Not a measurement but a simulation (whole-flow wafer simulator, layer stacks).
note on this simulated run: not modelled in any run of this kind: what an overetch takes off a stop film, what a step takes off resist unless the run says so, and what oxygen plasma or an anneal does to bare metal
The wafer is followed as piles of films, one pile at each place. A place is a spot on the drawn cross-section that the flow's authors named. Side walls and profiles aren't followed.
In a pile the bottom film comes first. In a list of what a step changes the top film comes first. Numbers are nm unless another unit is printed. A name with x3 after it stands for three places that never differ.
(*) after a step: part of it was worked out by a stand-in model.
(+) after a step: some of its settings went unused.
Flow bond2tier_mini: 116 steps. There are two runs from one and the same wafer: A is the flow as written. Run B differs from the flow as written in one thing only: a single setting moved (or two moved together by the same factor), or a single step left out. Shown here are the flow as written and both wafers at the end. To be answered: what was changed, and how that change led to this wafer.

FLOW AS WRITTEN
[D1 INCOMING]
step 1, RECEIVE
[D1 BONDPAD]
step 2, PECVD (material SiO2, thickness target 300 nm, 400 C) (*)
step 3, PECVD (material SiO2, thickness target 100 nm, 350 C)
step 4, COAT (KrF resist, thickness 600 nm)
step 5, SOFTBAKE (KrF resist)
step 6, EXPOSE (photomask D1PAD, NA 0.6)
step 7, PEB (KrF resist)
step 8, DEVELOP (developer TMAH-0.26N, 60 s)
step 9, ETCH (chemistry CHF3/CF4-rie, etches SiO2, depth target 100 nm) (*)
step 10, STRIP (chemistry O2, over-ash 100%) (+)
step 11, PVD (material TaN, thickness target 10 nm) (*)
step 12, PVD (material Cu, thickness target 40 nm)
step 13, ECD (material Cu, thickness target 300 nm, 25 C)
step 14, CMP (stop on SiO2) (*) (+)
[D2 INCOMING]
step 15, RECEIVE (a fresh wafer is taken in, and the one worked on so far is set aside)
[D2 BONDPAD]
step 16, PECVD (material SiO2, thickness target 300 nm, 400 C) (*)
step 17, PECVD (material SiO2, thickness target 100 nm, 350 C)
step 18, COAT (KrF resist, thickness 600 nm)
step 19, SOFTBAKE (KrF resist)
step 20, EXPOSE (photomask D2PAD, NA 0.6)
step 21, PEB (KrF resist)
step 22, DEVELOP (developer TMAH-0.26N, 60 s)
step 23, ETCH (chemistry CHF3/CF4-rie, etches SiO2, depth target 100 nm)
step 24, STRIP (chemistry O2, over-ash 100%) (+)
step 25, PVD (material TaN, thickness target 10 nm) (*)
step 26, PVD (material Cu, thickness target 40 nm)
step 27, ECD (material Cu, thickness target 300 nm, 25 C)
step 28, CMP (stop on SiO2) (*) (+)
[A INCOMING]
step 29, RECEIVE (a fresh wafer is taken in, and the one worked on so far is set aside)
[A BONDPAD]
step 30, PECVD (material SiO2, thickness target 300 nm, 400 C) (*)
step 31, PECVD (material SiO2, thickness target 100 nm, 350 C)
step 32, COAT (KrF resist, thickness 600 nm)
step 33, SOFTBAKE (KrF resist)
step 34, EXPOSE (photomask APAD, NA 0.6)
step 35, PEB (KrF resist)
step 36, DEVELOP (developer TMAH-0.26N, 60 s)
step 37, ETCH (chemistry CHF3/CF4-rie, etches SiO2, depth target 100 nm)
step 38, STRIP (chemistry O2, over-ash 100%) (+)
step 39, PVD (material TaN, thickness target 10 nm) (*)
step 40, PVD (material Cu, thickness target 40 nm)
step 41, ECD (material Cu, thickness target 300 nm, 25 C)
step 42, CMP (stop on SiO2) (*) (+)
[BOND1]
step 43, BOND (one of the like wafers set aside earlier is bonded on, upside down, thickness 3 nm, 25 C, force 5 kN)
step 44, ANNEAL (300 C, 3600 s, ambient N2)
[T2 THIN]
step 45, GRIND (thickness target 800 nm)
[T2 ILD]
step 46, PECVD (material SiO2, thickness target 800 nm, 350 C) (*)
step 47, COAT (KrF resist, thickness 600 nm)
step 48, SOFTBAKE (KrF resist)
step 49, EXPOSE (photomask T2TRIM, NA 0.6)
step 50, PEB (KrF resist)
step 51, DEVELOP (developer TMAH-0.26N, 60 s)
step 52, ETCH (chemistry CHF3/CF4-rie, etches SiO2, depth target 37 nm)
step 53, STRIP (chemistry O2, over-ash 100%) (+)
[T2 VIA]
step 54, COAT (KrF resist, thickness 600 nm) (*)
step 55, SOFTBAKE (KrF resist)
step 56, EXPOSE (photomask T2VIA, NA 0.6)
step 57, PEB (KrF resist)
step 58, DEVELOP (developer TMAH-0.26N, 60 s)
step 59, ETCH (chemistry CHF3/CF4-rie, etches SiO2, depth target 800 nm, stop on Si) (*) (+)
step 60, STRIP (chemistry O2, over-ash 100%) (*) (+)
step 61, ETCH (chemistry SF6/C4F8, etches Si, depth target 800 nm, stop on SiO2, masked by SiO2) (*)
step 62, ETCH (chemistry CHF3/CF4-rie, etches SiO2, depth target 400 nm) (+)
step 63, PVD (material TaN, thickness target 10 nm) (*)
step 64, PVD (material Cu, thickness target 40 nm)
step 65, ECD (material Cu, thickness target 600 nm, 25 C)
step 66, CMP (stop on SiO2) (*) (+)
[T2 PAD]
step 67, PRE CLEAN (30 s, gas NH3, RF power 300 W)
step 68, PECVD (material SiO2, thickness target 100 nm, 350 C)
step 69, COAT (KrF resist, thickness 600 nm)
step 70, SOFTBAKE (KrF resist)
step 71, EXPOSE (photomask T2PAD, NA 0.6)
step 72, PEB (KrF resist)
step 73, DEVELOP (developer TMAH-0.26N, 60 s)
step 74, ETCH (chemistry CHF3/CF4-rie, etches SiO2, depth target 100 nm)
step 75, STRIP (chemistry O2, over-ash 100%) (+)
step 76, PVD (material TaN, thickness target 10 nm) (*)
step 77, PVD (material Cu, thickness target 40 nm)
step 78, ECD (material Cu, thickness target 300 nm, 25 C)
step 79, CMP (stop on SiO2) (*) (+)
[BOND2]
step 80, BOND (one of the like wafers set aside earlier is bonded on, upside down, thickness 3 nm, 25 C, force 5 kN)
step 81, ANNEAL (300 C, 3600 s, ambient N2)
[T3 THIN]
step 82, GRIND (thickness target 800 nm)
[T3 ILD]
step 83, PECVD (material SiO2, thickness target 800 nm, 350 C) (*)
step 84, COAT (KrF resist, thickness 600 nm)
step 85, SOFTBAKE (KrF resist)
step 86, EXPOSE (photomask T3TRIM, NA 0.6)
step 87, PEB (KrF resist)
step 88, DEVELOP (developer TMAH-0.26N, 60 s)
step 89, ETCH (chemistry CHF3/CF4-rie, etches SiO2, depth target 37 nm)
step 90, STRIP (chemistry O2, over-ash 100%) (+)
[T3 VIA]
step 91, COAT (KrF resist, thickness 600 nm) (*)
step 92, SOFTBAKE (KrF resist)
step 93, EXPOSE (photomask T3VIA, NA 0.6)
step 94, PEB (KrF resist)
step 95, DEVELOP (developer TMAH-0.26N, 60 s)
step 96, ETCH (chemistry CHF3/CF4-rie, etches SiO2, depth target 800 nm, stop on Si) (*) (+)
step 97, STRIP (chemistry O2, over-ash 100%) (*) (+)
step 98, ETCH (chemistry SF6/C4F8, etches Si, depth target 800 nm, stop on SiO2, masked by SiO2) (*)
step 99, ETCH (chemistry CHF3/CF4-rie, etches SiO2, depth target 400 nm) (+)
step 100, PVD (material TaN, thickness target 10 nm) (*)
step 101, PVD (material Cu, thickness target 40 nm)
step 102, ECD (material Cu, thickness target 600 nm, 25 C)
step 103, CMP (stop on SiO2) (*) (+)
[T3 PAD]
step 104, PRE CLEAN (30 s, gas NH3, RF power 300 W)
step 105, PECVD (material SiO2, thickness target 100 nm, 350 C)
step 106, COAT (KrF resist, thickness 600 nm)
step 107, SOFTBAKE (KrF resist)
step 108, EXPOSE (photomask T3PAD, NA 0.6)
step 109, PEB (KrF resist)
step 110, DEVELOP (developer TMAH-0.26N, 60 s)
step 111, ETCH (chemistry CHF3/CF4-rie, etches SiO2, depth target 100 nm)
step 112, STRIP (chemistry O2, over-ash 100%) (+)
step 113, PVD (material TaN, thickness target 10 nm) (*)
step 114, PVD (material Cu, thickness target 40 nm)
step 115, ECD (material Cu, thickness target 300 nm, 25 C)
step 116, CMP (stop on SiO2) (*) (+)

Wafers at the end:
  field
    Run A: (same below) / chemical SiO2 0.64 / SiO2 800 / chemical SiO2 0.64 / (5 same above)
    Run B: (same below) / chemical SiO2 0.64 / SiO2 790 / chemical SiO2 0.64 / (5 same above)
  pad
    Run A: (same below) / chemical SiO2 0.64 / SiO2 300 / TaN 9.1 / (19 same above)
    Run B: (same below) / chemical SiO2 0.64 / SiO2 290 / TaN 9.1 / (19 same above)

Cause: step 31, PECVD: thickness target 90 nm was run, while the flow as written has thickness target 100 nm; step 32, COAT: thickness 540 nm was run, where the flow has thickness 600 nm.

The path from the change to this, step by step:
  step 31, PECVD (material SiO2, thickness target 100 nm, 350 C)
      field, pad, via: A +100 SiO2 | B +90 SiO2
  step 32, COAT (KrF resist, thickness 600 nm)
      field, pad, via: A +600 KrF resist (new film) | B +540 KrF resist (new film)
  step 36, DEVELOP (developer TMAH-0.26N, 60 s)
      pad, via: A -600 KrF resist (all of it) | B -540 KrF resist (all of it)
  step 38, STRIP (chemistry O2, over-ash 100%) (+)
      field: A -552.9 KrF resist (all of it) | B -492.9 KrF resist (all of it)
